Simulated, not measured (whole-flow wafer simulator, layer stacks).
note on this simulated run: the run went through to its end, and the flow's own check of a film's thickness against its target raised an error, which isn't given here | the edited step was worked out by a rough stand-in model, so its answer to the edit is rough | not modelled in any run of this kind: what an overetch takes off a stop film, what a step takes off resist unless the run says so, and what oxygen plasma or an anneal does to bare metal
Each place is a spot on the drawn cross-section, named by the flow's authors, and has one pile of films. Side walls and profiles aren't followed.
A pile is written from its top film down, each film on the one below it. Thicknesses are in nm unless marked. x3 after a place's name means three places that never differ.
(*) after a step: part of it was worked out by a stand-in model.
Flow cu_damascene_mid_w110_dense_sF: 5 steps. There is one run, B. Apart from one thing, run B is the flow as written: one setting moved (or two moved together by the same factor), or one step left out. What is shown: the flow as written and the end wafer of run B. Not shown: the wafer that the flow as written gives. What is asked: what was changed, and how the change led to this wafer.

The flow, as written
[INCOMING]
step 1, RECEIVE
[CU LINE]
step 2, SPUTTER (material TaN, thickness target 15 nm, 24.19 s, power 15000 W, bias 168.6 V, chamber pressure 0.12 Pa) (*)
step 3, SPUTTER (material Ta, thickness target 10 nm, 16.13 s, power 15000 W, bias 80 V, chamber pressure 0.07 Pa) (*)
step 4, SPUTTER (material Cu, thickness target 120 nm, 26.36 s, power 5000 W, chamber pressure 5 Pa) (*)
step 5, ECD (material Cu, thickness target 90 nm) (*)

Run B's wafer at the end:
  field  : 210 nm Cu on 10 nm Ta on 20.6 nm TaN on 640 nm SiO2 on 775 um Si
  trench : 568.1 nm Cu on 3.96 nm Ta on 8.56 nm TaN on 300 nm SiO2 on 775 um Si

Cause: step 2, SPUTTER: thickness target 20.6 nm was run, though the flow has thickness target 15 nm; step 2, SPUTTER: 33.26 s was run, where the flow has 24.19 s.
The wafer lets one read it off: field has TaN 20.6, and step 2 as written asks for 15 nm.

Step by step, how the change led to this:
  step 2, SPUTTER (material TaN, thickness target 15 nm, 24.19 s, power 15000 W, bias 168.6 V, chamber pressure 0.12 Pa) (*)
      field: +20.6 TaN (new film) (in the flow as written it would be: +15 TaN (new film))
      trench: +8.56 TaN (new film) (in the flow as written it would be: +6.23 TaN (new film))
